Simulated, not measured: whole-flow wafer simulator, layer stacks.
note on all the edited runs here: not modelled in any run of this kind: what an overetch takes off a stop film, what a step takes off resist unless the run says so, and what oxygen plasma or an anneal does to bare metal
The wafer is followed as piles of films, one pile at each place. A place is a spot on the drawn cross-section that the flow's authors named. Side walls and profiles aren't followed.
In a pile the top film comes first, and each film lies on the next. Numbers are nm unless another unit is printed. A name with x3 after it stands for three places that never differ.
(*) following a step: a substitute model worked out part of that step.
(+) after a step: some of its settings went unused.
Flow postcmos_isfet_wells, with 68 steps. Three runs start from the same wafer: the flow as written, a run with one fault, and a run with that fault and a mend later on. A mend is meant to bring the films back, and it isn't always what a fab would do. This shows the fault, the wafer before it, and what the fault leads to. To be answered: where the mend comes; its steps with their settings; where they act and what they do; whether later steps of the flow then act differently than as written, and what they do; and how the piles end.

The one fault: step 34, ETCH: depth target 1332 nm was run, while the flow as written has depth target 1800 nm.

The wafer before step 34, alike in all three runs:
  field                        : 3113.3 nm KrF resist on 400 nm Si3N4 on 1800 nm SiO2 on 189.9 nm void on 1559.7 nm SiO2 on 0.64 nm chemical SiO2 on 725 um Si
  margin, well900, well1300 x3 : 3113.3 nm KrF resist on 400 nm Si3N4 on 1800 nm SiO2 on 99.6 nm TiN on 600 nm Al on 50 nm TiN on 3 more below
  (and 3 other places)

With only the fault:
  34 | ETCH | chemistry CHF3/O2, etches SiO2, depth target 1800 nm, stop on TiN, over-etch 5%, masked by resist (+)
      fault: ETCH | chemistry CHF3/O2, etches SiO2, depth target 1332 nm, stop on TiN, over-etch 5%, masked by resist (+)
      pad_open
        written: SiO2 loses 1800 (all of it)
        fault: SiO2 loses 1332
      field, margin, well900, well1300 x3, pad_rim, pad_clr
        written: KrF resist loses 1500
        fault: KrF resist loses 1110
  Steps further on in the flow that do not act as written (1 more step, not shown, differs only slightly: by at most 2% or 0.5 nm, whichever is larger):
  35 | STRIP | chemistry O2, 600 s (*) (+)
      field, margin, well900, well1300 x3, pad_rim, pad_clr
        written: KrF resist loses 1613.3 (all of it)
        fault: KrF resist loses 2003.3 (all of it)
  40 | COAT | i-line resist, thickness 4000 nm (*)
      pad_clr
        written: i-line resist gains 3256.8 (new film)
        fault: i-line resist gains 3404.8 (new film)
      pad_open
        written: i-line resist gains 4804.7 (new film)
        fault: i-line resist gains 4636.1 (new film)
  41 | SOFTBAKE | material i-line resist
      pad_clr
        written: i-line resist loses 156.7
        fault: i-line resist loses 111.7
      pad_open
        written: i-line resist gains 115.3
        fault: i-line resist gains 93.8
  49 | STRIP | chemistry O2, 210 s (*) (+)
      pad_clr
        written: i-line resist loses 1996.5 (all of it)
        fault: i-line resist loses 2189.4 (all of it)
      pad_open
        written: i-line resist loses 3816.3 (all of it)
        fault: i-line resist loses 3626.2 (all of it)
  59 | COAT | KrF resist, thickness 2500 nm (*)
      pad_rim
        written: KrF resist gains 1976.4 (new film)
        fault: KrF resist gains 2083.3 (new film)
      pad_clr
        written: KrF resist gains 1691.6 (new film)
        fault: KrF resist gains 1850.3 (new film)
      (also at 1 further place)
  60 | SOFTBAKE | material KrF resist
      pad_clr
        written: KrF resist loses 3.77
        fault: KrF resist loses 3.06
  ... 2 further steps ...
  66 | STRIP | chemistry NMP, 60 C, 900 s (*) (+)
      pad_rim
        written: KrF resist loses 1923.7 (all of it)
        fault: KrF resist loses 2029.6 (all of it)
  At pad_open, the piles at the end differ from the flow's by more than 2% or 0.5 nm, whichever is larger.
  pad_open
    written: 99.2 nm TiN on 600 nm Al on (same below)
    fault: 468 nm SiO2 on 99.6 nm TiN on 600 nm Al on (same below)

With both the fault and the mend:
  The mend stands after step 34.
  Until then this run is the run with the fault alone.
  34a | ETCH | chemistry CHF3/O2, etches SiO2, depth target 468 nm, stop on TiN, over-etch 5%, masked by resist (a further turn of the flow's step 34, with different settings)
      field, margin, well900, well1300 x3, pad_rim, pad_clr
        KrF resist loses 390
      pad_open
        SiO2 loses 468 (all of it)
  None of the later steps of the flow acts differently than as written at any place that is followed.
  At every place that both follow, the piles at the end match the flow's.
